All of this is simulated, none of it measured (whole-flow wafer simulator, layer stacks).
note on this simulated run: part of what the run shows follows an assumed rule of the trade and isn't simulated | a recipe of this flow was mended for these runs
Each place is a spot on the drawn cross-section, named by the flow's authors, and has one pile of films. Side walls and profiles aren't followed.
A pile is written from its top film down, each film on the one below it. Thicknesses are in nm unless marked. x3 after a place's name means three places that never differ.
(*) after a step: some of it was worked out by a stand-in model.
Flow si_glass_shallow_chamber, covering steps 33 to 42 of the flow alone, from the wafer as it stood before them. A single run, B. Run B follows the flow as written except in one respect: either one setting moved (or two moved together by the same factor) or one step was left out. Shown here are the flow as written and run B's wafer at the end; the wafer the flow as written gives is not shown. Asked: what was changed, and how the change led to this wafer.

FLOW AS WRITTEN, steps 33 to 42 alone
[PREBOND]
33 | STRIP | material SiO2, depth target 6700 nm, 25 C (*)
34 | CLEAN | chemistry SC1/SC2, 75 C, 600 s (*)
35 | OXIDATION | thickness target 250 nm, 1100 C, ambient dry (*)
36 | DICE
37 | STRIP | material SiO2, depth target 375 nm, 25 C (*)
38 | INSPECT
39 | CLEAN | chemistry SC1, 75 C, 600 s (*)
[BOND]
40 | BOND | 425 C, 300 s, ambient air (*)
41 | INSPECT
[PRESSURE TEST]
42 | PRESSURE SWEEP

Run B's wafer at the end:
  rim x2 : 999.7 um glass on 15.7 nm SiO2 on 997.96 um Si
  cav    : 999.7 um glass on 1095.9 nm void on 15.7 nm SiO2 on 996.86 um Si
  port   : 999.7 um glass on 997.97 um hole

What caused this: step 35, OXIDATION: thickness target 506.2 nm was run, while the flow as written has thickness target 250 nm.

The path from the change to this, step by step:
  35 | OXIDATION | thickness target 250 nm, 1100 C, ambient dry (*)
      rim x2, cav, septum, ring: SiO2 gains 506.2 (new film), chemical SiO2 loses 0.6 (all of it), Si loses 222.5 (as written it would have been: SiO2 gains 250 (new film), chemical SiO2 loses 0.6 (all of it), Si loses 109.7)
  37 | STRIP | material SiO2, depth target 375 nm, 25 C (*)
      rim x2, cav, septum, ring: SiO2 loses 487.5 (as written it would have been: SiO2 loses 250 (all of it))
  39 | CLEAN | chemistry SC1, 75 C, 600 s (*)
      rim x2, cav, septum, ring: SiO2 loses 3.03 (as written it would have been: chemical SiO2 gains 0.6 (new film), Si loses 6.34)
  40 | BOND | 425 C, 300 s, ambient air (*)
      port: glass gains 999.7 um (new film), hole gains 925.9 (as written it would have been: glass gains 999.7 um (new film), hole gains 1017.3)
